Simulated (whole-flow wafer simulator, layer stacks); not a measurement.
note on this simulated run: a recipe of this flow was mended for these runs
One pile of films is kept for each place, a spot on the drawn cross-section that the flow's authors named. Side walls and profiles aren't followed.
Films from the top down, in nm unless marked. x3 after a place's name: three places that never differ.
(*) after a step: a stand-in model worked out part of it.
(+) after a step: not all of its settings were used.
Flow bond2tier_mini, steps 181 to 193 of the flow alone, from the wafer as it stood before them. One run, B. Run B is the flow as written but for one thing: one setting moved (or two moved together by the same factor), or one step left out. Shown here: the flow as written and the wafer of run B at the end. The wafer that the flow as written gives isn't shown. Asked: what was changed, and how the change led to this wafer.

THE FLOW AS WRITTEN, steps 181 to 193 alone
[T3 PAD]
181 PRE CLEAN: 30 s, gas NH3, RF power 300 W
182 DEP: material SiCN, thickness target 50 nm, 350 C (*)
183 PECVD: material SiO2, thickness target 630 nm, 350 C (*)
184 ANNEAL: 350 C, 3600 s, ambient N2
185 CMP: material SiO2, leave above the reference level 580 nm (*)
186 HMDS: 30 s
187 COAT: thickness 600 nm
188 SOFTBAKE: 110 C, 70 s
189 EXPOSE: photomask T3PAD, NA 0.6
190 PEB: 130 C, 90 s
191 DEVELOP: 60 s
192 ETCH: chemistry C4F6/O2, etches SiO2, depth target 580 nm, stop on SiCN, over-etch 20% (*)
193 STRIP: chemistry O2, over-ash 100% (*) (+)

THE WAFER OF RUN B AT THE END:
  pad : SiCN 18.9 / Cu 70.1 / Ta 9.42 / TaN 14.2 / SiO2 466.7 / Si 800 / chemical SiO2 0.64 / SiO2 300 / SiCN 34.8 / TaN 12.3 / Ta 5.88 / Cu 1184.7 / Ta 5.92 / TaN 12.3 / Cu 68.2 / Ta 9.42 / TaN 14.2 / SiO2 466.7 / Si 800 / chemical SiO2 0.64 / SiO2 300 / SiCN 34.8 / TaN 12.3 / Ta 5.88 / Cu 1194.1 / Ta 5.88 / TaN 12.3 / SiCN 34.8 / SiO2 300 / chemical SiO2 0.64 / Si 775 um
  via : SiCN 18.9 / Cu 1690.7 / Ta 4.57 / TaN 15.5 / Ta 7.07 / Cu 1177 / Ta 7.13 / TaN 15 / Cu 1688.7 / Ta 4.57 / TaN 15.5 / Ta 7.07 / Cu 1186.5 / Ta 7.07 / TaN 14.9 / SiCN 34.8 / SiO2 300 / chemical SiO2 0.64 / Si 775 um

The cause: step 192, ETCH: over-etch 31.8% was run, where the flow has over-etch 20%.

How the change led to this, step by step:
  192 ETCH: chemistry C4F6/O2, etches SiO2, depth target 580 nm, stop on SiCN, over-etch 20% (*)
      pad, via: SiO2 -580 (all of it), SiCN -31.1 (as written it would be: SiO2 -580 (all of it), SiCN -19.6)
      field: thick-KrF-resist -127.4 (as written it would be: thick-KrF-resist -116)
  193 STRIP: chemistry O2, over-ash 100% (*) (+)
      field: thick-KrF-resist -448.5 (all of it) (as written it would be: thick-KrF-resist -459.9 (all of it))
